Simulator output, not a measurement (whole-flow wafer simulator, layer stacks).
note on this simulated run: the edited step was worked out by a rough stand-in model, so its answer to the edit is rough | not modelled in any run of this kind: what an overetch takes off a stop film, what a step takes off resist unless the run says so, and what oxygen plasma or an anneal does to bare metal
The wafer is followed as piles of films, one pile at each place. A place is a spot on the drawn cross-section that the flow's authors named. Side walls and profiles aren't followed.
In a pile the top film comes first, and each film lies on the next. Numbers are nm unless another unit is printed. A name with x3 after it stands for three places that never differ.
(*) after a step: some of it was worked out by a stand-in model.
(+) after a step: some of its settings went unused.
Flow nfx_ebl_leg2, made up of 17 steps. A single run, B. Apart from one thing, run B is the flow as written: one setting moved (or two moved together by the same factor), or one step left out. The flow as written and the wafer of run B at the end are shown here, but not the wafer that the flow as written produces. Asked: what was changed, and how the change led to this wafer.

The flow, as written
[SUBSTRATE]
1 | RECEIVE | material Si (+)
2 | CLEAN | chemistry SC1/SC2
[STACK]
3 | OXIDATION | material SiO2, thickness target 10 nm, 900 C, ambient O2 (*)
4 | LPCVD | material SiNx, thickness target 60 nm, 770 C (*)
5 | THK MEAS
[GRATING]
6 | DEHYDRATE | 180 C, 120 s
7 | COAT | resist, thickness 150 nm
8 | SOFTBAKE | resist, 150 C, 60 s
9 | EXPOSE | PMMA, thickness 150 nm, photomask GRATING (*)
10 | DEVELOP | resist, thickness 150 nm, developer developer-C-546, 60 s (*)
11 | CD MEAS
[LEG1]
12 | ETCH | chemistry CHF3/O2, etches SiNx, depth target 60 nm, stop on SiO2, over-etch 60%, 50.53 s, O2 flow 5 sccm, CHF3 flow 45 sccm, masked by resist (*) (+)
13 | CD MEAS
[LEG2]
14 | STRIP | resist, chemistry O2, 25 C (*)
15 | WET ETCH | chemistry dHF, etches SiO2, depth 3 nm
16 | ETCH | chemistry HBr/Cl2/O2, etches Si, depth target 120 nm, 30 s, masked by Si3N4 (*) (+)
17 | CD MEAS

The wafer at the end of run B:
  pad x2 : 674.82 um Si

Cause: step 16, ETCH: depth target 180 nm was run, whereas the flow has depth target 120 nm.

Step by step, how the change led to this:
  16 | ETCH | chemistry HBr/Cl2/O2, etches Si, depth target 120 nm, 30 s, masked by Si3N4 (*) (+)
      pad x2: Si loses 180 (in the flow as written it would be: Si loses 120)
